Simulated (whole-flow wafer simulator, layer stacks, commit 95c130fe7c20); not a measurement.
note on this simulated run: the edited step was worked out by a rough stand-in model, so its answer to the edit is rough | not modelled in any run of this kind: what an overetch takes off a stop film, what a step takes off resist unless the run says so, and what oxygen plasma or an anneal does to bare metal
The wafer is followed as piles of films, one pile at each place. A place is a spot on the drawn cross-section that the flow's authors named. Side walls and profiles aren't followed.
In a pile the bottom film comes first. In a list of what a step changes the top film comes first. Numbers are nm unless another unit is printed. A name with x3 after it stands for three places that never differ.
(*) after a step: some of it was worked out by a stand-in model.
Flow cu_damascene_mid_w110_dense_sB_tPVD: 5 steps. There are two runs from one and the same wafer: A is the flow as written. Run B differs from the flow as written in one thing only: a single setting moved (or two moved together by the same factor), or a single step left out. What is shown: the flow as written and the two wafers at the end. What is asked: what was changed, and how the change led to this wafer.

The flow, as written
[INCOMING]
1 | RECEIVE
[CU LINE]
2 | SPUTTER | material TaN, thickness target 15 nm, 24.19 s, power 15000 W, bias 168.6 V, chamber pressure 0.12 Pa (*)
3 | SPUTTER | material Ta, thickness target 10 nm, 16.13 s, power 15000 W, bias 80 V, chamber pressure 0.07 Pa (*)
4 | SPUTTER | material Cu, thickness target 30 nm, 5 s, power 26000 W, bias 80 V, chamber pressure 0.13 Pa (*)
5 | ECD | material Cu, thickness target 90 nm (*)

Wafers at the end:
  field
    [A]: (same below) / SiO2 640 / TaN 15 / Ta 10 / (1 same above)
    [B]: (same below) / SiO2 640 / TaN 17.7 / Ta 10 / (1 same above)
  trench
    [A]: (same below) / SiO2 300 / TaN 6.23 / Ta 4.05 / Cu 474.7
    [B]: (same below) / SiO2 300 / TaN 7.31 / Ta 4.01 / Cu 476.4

Cause: step 2, SPUTTER: 28.73 s was run, though the flow has 24.19 s; step 2, SPUTTER: chamber pressure 0.142 Pa was run, where the flow has chamber pressure 0.12 Pa.

How this came from the change, step by step:
  2 | SPUTTER | material TaN, thickness target 15 nm, 24.19 s, power 15000 W, bias 168.6 V, chamber pressure 0.12 Pa (*)
      field: A +15 TaN (new film) | B +17.7 TaN (new film)
      trench: A +6.23 TaN (new film) | B +7.31 TaN (new film)
